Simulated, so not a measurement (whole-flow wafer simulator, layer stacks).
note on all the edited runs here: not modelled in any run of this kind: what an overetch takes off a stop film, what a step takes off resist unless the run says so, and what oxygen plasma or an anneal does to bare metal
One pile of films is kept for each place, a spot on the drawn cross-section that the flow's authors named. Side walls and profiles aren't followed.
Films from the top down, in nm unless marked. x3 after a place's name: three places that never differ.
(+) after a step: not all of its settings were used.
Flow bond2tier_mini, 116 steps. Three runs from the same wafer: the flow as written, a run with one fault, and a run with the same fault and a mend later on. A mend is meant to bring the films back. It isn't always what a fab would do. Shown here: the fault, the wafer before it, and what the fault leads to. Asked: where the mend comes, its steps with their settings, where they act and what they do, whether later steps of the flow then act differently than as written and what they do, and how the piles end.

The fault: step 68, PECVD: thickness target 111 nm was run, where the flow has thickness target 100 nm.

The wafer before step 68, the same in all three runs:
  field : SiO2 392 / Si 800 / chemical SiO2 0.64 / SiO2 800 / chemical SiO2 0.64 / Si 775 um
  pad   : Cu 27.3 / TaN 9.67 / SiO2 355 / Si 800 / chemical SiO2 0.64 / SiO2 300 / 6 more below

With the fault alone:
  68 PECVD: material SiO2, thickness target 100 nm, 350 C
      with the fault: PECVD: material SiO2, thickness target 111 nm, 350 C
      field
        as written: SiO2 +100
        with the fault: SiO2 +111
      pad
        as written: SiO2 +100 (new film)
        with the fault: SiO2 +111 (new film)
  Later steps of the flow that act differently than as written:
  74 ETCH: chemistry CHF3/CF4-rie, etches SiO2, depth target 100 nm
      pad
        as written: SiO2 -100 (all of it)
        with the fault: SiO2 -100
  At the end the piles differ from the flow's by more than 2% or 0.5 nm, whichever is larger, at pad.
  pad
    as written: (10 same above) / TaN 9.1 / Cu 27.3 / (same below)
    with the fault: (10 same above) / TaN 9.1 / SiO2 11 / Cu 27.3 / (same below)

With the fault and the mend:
  The mend comes after step 73.
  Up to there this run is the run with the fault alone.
  73a STRIP: chemistry O2, over-ash 100% (+)
      field
        KrF resist -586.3 (all of it)
  73b ETCH: chemistry CHF3/CF4-rie, etches SiO2, depth target 11 nm (the flow's step 62 once more, with other settings)
      field, pad
        SiO2 -11
  73c COAT: KrF resist, thickness 600 nm (the flow's step 69 once more)
      field, pad
        KrF resist +600 (new film)
  73d SOFTBAKE: KrF resist (the flow's step 70 once more)
      changes no film at any place that is followed
  73e EXPOSE: photomask T2PAD, NA 0.6 (the flow's step 71 once more)
      changes no film at any place that is followed
  73f PEB: KrF resist (the flow's step 72 once more)
      changes no film at any place that is followed
  73g DEVELOP: developer TMAH-0.26N, 60 s (the flow's step 73 once more)
      field
        KrF resist -13.7
      pad
        KrF resist -600 (all of it)
  No later step of the flow acts differently than as written at any place that is followed.
  At the end the piles are the same as the flow's at every place that both follow.
